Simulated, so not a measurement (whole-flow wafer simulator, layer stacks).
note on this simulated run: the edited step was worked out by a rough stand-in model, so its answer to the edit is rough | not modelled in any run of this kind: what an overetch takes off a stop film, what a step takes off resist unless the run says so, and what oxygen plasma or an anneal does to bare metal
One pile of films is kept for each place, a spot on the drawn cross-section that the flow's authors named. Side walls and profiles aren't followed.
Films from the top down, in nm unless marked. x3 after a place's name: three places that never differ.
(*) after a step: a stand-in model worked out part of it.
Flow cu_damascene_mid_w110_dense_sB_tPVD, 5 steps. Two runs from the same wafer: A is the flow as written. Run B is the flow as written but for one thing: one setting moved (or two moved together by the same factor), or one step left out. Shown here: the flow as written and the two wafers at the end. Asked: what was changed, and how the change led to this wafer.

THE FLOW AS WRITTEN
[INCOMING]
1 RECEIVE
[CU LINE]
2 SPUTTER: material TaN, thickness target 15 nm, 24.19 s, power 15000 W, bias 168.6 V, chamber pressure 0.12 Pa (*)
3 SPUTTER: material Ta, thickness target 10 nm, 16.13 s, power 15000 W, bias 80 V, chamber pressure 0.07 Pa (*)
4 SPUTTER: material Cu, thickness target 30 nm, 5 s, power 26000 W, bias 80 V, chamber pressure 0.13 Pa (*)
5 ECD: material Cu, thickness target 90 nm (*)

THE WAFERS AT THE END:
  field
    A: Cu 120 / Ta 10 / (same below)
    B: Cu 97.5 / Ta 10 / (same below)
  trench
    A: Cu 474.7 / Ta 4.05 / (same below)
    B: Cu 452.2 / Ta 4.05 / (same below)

The cause: step 5, ECD: thickness target 67.5 nm was run, where the flow has thickness target 90 nm.

How the change led to this, step by step:
  5 ECD: material Cu, thickness target 90 nm (*)
      field: A Cu +90 | B Cu +67.5
      trench: A Cu +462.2 | B Cu +439.7
